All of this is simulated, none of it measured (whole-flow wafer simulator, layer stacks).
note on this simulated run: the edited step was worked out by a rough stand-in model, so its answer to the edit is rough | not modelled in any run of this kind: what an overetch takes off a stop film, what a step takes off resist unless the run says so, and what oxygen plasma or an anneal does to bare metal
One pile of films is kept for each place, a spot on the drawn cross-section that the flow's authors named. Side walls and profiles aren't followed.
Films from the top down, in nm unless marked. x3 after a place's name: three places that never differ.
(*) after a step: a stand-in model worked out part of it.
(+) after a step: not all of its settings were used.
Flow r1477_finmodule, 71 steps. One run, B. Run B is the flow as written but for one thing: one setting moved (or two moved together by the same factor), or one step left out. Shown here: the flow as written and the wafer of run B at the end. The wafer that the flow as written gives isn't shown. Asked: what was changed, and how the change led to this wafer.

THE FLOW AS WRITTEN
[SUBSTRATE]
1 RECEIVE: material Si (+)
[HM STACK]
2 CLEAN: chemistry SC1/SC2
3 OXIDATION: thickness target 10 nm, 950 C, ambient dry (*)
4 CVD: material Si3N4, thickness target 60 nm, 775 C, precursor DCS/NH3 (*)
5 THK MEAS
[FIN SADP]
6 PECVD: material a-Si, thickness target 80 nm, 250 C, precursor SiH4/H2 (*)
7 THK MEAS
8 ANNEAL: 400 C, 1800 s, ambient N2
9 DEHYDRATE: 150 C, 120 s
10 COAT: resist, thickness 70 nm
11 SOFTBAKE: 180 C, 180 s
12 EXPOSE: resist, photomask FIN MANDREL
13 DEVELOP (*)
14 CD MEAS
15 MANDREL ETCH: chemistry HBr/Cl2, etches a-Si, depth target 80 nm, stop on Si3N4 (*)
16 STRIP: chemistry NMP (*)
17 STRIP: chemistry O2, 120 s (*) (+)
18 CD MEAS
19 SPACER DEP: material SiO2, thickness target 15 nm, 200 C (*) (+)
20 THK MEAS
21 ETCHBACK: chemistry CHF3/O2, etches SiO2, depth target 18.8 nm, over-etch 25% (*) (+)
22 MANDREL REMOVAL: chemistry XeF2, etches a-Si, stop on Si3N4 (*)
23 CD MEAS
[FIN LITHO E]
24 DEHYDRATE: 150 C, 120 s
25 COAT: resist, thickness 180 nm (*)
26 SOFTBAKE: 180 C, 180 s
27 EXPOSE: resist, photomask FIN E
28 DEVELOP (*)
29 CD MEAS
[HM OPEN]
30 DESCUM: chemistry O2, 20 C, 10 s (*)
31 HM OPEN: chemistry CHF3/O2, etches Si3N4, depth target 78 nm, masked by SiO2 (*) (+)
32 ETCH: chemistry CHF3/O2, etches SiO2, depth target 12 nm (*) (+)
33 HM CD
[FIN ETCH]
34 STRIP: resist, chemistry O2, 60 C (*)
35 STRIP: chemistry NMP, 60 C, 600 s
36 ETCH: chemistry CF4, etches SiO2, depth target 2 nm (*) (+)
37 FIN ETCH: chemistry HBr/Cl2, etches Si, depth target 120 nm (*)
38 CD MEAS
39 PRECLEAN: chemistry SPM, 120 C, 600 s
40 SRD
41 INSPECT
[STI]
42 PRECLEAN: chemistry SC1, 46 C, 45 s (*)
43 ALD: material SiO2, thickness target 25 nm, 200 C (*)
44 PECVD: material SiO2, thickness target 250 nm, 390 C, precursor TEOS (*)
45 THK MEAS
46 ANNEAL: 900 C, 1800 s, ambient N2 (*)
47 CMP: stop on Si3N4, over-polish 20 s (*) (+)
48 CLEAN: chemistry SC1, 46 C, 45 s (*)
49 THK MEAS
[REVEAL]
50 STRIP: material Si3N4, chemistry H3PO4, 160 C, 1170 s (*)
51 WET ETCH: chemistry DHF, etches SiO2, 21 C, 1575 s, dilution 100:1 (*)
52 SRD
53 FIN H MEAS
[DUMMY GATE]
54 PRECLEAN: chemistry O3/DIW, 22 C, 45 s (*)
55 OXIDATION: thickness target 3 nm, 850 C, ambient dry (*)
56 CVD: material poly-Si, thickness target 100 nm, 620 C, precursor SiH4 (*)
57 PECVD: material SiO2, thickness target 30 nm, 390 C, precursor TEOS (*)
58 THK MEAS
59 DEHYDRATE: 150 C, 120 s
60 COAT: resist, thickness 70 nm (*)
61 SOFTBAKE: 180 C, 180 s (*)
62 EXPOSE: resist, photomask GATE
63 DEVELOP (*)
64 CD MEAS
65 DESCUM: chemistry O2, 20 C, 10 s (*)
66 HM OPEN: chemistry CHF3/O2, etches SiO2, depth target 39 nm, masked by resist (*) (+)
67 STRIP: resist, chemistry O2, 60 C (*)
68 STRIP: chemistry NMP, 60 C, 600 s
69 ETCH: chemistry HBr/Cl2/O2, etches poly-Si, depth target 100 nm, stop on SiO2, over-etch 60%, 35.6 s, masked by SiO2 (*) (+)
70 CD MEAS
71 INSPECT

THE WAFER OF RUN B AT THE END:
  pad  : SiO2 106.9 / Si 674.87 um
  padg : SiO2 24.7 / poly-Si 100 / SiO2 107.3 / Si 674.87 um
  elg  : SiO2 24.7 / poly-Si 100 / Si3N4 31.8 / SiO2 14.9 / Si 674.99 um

The cause: step 3, OXIDATION: thickness target 14.9 nm was run, where the flow has thickness target 10 nm.
It can be read off the wafer: elg has SiO2 14.9, and step 3 as written asks for 10 nm.

How the change led to this, step by step:
  3 OXIDATION: thickness target 10 nm, 950 C, ambient dry (*)
      pad, padg, elg and 33 more: SiO2 +14.9 (new film), chemical SiO2 -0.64 (all of it), Si -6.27 (as written it would be: SiO2 +10 (new film), chemical SiO2 -0.64 (all of it), Si -4.12)
  31 HM OPEN: chemistry CHF3/O2, etches Si3N4, depth target 78 nm, masked by SiO2 (*) (+)
      pad, padg, esg and 13 more: Si3N4 -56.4 (all of it), SiO2 -10.8 (as written it would be: Si3N4 -56.4 (all of it), SiO2 -10 (all of it))
  32 ETCH: chemistry CHF3/O2, etches SiO2, depth target 12 nm (*) (+)
      pad, padg, e40sg and 11 more: SiO2 -4.09 (all of it), Si -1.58 (as written it would be: Si -2.4)
      esg, eso: SiO2 -4.09 (all of it), Si -1.58 (as written it would be: Si -1.77)
      (and at 6 more places)
  43 ALD: material SiO2, thickness target 25 nm, 200 C (*)
      esg: SiO2 +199 (new film) (as written it would be: SiO2 +194.3 (new film))
  47 CMP: stop on Si3N4, over-polish 20 s (*) (+)
      pad, padg, e40sg and 11 more: SiO2 -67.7 (as written it would be: SiO2 -71.8)
      eso: SiO2 -67.7 (as written it would be: SiO2 -72.4)
  51 WET ETCH: chemistry DHF, etches SiO2, 21 C, 1575 s, dilution 100:1 (*)
      s40sg_line, s45sg_line, s50sg_line, s40so_line, s45so_line, s50so_line: SiO2 -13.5 (all of it) (as written it would be: SiO2 -8.63 (all of it))
  56 CVD: material poly-Si, thickness target 100 nm, 620 C, precursor SiH4 (*)
      s40cg, s40co: poly-Si +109 (new film) (as written it would be: poly-Si +113.9 (new film))
      s45cg, s45co: poly-Si +108.5 (new film) (as written it would be: poly-Si +113.4 (new film))
      (and at 2 more places)
  60 COAT: resist, thickness 70 nm (*)
      s40sg, s40so: resist +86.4 (new film) (as written it would be: resist +91 (new film))
      s45sg, s45so: resist +86.3 (new film) (as written it would be: resist +91 (new film))
      (and at 2 more places)
  63 DEVELOP (*)
      s40so: resist -86.4 (all of it) (as written it would be: resist -91 (all of it))
      s45so: resist -86.3 (all of it) (as written it would be: resist -91 (all of it))
      (and at 1 more place)
  67 STRIP: resist, chemistry O2, 60 C (*)
      s40sg: resist -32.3 (all of it) (as written it would be: resist -36.9 (all of it))
      s45sg: resist -32.2 (all of it) (as written it would be: resist -36.9 (all of it))
      (and at 1 more place)
  69 ETCH: chemistry HBr/Cl2/O2, etches poly-Si, depth target 100 nm, stop on SiO2, over-etch 60%, 35.6 s, masked by SiO2 (*) (+)
      s40co: chemical SiO2 -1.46 (all of it), poly-Si -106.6 (all of it), SiO2 -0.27 (as written it would be: chemical SiO2 -1.46 (all of it), poly-Si -111.5 (all of it), SiO2 -0.24)
      s45co: chemical SiO2 -1.46 (all of it), poly-Si -106 (all of it), SiO2 -0.27 (as written it would be: chemical SiO2 -1.46 (all of it), poly-Si -110.9 (all of it), SiO2 -0.25)
      (and at 1 more place)
